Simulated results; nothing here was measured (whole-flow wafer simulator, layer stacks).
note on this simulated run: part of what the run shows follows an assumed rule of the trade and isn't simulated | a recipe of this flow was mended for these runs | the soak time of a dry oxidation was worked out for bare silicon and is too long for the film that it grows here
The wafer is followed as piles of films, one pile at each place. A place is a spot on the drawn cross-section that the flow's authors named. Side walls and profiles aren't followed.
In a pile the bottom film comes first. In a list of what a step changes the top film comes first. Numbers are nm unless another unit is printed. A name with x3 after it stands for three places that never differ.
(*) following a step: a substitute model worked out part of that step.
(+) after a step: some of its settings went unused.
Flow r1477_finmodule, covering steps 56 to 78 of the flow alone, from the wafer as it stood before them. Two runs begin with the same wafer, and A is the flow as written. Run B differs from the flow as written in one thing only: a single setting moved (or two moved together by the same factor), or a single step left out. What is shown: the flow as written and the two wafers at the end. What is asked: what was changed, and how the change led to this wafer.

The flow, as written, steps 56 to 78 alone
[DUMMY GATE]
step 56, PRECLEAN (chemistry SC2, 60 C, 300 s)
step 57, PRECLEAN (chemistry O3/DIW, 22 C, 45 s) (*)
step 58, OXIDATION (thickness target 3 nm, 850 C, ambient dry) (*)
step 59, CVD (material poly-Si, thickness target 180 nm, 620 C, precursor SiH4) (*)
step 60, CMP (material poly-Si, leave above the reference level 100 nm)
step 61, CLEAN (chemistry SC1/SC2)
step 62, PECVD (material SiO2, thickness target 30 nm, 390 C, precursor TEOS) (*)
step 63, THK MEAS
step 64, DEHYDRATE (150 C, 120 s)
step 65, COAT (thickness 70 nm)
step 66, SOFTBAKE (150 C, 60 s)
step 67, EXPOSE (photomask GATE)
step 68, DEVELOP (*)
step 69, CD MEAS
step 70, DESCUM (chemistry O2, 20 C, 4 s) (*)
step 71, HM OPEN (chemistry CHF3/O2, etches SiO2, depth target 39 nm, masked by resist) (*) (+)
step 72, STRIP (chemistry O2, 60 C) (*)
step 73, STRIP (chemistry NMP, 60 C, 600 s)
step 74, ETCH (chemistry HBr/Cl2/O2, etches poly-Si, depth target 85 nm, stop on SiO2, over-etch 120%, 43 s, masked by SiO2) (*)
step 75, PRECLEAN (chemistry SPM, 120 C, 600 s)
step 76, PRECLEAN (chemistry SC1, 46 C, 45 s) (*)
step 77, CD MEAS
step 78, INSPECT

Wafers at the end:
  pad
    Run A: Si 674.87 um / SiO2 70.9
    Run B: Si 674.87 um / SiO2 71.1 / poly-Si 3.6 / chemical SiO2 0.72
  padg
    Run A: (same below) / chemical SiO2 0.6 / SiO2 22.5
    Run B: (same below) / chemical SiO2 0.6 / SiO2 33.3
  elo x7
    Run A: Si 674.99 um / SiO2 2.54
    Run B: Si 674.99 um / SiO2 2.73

What caused this: step 62, PECVD: thickness target 40.8 nm was run, while the flow as written has thickness target 30 nm.

Step by step, how the change led to this:
  step 62, PECVD (material SiO2, thickness target 30 nm, 390 C, precursor TEOS) (*)
      pad, padg, elg x7 and 27 more: A SiO2 gains 30 (new film) | B SiO2 gains 40.8 (new film)
  step 71, HM OPEN (chemistry CHF3/O2, etches SiO2, depth target 39 nm, masked by resist) (*) (+)
      pad, elo x7, eso x6, e200so, s40co x3: A SiO2 loses 30 (all of it), chemical SiO2 loses 0.6 (all of it), poly-Si loses 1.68 | B SiO2 loses 39
  step 72, STRIP (chemistry O2, 60 C) (*)
      pad, elo x7, eso x6, e200so, s40co x3: A chemical SiO2 gains 1.12 (new film), poly-Si loses 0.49 | B nothing
  step 74, ETCH (chemistry HBr/Cl2/O2, etches poly-Si, depth target 85 nm, stop on SiO2, over-etch 120%, 43 s, masked by SiO2) (*)
      eso x6, e200so, s40co x3: A chemical SiO2 loses 1.12 (all of it), poly-Si loses 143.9 (all of it), SiO2 loses 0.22 | B SiO2 loses 1.8 (all of it), chemical SiO2 loses 0.6 (all of it), poly-Si loses 146.1 (all of it)
      elo x7: A chemical SiO2 loses 1.12 (all of it), poly-Si loses 97.6 (all of it), SiO2 loses 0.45 | B SiO2 loses 1.8 (all of it), chemical SiO2 loses 0.6 (all of it), poly-Si loses 99.7 (all of it), SiO2 loses 0.26
      (and at 1 other place as well)
  step 75, PRECLEAN (chemistry SPM, 120 C, 600 s)
      pad: A nothing | B chemical SiO2 gains 0.8 (new film), poly-Si loses 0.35
